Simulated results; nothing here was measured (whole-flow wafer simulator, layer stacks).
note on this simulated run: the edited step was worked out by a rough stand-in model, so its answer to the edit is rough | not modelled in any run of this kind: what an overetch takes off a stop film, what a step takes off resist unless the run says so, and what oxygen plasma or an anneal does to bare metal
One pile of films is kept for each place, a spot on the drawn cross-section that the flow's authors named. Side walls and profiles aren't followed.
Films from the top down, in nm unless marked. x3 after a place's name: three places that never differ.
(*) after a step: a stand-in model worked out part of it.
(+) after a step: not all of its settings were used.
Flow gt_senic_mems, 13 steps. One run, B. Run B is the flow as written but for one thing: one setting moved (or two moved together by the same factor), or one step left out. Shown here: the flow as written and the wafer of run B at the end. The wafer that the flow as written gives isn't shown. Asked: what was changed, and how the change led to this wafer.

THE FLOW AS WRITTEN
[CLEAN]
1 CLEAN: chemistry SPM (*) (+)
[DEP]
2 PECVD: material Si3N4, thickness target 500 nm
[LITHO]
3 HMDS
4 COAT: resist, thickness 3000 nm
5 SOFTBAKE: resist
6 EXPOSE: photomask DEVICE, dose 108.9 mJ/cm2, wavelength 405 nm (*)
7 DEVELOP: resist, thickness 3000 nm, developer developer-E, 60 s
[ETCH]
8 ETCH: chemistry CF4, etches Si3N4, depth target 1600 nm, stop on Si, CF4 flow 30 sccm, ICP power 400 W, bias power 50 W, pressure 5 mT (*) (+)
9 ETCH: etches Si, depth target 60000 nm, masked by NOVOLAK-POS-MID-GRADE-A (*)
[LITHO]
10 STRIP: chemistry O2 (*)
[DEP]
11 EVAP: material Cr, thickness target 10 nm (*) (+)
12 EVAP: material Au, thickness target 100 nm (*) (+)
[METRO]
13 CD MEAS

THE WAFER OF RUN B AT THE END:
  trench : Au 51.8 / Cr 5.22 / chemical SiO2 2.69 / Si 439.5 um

The cause: step 9, ETCH: depth target 85500 nm was run, where the flow has depth target 60000 nm.

How the change led to this, step by step:
  9 ETCH: etches Si, depth target 60000 nm, masked by NOVOLAK-POS-MID-GRADE-A (*)
      field: resist -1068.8 (as written it would be: resist -750)
      trench: Si -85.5 um (as written it would be: Si -60 um)
  10 STRIP: chemistry O2 (*)
      field: resist -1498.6 (all of it) (as written it would be: resist -1817.3 (all of it))
  11 EVAP: material Cr, thickness target 10 nm (*) (+)
      trench: Cr +5.22 (new film) (as written it would be: Cr +6.45 (new film))
  12 EVAP: material Au, thickness target 100 nm (*) (+)
      trench: Au +51.8 (new film) (as written it would be: Au +64.1 (new film))
